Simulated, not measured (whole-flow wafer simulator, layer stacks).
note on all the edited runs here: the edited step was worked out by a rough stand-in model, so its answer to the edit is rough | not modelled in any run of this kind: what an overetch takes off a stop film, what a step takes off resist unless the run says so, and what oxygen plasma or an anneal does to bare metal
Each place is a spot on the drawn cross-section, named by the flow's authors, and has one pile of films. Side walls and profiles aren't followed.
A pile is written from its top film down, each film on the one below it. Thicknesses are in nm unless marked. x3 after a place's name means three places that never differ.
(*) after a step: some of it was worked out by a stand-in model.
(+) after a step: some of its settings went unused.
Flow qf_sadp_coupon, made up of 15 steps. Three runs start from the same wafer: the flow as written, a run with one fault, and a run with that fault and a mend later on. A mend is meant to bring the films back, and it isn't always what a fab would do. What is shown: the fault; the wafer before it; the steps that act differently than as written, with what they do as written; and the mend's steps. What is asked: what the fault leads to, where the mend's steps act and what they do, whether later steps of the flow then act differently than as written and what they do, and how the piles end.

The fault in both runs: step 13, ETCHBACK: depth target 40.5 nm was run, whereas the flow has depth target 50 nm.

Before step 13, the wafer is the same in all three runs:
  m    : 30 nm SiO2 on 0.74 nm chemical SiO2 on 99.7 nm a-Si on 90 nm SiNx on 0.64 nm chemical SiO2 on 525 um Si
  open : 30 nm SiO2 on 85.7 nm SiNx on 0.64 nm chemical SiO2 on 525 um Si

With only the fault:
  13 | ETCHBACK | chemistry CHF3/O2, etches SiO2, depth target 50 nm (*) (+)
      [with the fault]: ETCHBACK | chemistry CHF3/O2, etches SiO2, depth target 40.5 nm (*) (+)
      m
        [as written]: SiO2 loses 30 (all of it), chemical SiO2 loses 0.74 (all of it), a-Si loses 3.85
        [with the fault]: SiO2 loses 30 (all of it), chemical SiO2 loses 0.74 (all of it), a-Si loses 1.95
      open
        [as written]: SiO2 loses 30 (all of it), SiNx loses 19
        [with the fault]: SiO2 loses 30 (all of it), SiNx loses 10
  Later steps of the flow that are run all act as written at every place that is followed, up to a difference of at most 2% or 0.5 nm, whichever is larger.
  By the end, the piles at open depart from the flow's by more than 2% or 0.5 nm, whichever is larger.
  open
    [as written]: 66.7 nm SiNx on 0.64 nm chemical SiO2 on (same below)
    [with the fault]: 75.7 nm SiNx on 0.64 nm chemical SiO2 on (same below)

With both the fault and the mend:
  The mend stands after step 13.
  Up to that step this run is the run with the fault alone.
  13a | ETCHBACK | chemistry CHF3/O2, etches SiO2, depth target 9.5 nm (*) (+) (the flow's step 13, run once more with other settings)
      m
        a-Si loses 1.9
      open
        SiNx loses 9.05
  Later steps of the flow that are run all act as written at every place that is followed.
  At every place that both follow, the piles at the end match the flow's.
